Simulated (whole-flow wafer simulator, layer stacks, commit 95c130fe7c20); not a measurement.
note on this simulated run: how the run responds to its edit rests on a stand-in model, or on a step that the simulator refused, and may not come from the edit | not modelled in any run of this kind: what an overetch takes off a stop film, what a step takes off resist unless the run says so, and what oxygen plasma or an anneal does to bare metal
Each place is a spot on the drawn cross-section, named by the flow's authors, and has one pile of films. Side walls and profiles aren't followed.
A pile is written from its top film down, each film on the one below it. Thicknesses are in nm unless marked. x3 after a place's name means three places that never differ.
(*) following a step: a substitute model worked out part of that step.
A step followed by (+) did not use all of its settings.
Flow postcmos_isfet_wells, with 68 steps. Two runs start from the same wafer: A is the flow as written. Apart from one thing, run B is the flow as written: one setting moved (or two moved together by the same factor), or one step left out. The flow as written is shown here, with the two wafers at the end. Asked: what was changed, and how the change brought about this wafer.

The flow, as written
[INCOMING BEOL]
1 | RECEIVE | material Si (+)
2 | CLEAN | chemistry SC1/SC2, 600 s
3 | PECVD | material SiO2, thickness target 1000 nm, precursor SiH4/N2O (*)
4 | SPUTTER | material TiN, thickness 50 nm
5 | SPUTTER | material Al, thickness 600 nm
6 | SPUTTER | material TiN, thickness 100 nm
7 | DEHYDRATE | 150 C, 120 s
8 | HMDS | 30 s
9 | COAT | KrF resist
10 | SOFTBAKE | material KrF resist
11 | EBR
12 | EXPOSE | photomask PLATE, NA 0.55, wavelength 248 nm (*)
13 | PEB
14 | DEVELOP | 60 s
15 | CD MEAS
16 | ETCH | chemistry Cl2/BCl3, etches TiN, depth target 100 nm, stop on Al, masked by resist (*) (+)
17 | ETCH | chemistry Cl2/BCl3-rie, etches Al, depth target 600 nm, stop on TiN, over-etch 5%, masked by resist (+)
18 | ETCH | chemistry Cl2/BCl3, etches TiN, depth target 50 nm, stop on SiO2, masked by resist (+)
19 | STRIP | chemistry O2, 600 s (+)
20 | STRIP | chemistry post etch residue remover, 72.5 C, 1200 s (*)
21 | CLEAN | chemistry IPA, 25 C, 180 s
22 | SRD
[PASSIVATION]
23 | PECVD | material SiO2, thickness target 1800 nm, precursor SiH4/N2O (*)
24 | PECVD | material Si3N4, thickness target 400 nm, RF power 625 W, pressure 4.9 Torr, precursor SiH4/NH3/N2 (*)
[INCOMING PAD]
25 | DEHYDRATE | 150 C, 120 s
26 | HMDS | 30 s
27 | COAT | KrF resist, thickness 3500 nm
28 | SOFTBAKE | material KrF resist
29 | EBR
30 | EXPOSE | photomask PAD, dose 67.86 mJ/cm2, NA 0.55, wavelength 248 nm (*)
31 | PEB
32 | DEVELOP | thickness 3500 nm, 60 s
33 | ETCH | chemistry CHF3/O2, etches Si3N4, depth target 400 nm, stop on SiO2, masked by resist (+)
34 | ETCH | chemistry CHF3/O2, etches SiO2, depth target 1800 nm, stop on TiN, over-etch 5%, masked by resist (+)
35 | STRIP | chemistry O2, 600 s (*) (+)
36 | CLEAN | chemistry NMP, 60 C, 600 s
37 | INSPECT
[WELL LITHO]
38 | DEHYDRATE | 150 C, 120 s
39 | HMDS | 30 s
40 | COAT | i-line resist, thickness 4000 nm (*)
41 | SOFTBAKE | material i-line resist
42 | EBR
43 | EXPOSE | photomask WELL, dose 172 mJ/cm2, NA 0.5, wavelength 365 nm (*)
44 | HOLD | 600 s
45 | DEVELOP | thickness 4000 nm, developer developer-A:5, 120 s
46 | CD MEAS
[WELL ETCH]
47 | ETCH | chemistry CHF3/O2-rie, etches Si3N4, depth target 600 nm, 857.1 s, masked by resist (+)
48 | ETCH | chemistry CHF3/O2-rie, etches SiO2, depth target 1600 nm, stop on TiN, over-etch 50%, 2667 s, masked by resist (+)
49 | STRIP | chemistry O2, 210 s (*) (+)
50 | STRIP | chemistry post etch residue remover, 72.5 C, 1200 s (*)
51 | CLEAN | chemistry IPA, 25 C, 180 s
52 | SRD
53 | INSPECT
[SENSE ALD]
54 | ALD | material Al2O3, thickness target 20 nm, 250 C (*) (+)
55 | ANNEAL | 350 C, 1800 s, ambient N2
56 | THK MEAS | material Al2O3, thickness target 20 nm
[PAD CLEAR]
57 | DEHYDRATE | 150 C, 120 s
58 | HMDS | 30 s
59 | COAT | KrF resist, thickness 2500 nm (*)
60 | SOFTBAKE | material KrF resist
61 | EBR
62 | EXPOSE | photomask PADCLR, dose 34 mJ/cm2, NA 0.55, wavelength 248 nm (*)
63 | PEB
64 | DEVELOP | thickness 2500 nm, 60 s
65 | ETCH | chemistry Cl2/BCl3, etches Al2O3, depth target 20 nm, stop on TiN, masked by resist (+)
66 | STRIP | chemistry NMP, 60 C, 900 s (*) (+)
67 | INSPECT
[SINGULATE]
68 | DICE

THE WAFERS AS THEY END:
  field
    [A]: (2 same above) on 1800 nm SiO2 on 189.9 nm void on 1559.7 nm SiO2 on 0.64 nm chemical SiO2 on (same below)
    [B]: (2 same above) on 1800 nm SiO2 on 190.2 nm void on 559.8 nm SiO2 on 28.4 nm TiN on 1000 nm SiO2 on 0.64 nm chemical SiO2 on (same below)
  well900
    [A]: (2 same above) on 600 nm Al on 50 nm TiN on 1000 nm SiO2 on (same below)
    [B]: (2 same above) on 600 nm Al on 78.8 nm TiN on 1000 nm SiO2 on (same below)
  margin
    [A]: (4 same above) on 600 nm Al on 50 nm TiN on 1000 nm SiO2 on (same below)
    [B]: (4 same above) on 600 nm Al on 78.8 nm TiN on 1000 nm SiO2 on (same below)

What caused this: step 4, SPUTTER: thickness 78.8 nm was run, whereas the flow has thickness 50 nm.
The wafer lets one read it off: well900 has TiN 78.8, and step 4 as written asks for 50 nm.

The path from the change to this, step by step:
  4 | SPUTTER | material TiN, thickness 50 nm
      field, margin, well900, well1300 x3, pad_rim, pad_clr, pad_open: A +50 TiN (new film) | B +78.8 TiN (new film)
  18 | ETCH | chemistry Cl2/BCl3, etches TiN, depth target 50 nm, stop on SiO2, masked by resist (+)
      field: A -50 TiN (all of it) | B -50 TiN
  23 | PECVD | material SiO2, thickness target 1800 nm, precursor SiH4/N2O (*)
      field: A +1800 SiO2 (new film), +189.9 void (new film), +559.7 SiO2 | B +1800 SiO2 (new film), +190.2 void (new film), +559.8 SiO2 (new film)
With metal films that touch counted as one body, field has 1 body; the flow as written gives 0 bodies.
